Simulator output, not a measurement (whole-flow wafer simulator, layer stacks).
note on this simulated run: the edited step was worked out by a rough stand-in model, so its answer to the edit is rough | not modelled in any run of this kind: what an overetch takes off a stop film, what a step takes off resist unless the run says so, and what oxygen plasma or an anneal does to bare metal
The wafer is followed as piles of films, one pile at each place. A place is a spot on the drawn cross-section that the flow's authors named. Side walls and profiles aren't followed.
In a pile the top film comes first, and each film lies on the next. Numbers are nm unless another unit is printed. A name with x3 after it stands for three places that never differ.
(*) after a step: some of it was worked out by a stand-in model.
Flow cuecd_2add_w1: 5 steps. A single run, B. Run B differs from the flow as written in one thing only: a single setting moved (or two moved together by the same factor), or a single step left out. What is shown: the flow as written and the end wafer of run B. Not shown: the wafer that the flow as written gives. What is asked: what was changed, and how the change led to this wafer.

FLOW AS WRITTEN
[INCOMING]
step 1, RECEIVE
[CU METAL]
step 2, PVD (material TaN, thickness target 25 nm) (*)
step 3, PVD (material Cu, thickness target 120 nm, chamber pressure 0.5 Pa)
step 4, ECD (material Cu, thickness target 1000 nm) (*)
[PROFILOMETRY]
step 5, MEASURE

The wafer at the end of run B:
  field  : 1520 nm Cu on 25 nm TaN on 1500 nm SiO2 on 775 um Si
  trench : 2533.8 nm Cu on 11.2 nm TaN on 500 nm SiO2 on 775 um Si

The reason: step 4, ECD: thickness target 1400 nm was run, while the flow as written has thickness target 1000 nm.

Step by step, how the change led to this:
  step 4, ECD (material Cu, thickness target 1000 nm) (*)
      field: Cu gains 1400 (as written it would have been: Cu gains 1000)
      trench: Cu gains 2480.2 (as written it would have been: Cu gains 2080.2)
